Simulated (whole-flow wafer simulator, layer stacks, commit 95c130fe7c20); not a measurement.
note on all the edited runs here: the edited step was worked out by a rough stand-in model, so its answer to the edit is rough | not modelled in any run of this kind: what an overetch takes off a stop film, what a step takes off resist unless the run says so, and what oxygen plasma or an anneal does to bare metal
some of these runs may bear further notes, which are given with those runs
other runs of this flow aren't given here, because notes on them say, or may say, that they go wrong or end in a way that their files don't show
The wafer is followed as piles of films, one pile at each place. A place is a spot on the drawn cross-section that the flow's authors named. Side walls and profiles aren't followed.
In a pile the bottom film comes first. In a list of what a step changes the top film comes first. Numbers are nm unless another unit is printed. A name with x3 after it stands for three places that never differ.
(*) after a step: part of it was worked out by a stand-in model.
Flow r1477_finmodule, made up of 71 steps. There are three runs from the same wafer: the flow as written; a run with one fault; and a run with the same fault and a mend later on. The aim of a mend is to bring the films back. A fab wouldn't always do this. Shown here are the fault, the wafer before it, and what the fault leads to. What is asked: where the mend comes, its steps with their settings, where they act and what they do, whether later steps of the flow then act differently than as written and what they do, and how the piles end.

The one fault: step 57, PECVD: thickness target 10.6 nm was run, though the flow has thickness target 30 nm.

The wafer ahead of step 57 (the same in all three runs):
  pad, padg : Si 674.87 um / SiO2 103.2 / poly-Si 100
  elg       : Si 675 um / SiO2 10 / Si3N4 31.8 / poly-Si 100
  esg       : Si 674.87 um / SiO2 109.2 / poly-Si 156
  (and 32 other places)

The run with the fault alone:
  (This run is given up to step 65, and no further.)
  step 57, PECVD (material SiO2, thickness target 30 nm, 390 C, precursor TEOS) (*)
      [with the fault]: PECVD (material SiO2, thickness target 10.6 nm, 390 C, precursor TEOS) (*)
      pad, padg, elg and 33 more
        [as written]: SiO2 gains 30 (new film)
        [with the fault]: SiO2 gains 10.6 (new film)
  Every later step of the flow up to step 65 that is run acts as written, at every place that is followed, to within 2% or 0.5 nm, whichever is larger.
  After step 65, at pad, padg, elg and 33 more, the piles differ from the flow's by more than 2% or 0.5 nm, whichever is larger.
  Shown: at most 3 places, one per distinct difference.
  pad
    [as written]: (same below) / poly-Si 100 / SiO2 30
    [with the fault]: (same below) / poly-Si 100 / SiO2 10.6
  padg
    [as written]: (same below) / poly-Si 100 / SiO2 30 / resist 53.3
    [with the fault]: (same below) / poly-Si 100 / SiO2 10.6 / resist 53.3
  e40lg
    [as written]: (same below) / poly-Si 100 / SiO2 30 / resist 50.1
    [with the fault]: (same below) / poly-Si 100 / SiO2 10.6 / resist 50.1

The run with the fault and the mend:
  After step 64 comes the mend.
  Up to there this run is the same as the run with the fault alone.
  step 64a, STRIP (resist, chemistry O2, 60 C)
      padg, elg, esg
        resist loses 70 (all of it)
      e40lg, e100lg, e200lg
        resist loses 66.9 (all of it)
      s40sg, s45sg
        resist loses 91 (all of it)
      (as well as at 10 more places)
  step 64b, PECVD (material SiO2, thickness target 19.4 nm, 390 C, precursor TEOS) (*) (the flow's step 57, run once more with other settings)
      pad, padg, elg and 33 more
        SiO2 gains 19.4
  step 64c, DEHYDRATE (150 C, 120 s) (the flow's step 59, run once more)
      leaves every film unchanged at each place that is followed
  step 64d, COAT (resist, thickness 70 nm) (*) (the flow's step 60, run once more)
      e40lg, e100lg, e200lg, elo, e40lo, e100lo, e200lo
        resist gains 66.9 (new film)
      pad, padg, elg, esg
        resist gains 70 (new film)
      s40sg, s45sg, s40so, s45so
        resist gains 91 (new film)
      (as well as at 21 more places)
  step 64e, SOFTBAKE (180 C, 180 s) (*) (the flow's step 61, run once more)
      leaves every film unchanged at each place that is followed
  step 64f, EXPOSE (resist, photomask GATE) (the flow's step 62, run once more)
      leaves every film unchanged at each place that is followed
  step 64g, DEVELOP (*) (the flow's step 63, run once more)
      elo, e40lo, e100lo, e200lo
        resist loses 66.9 (all of it)
      eso, e40so
        resist loses 129.5 (all of it)
      s40so, s45so
        resist loses 91 (all of it)
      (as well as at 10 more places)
  Every later step of the flow that is run acts as written at every place that is followed.
  At every place that both follow, the piles at the end match the flow's.
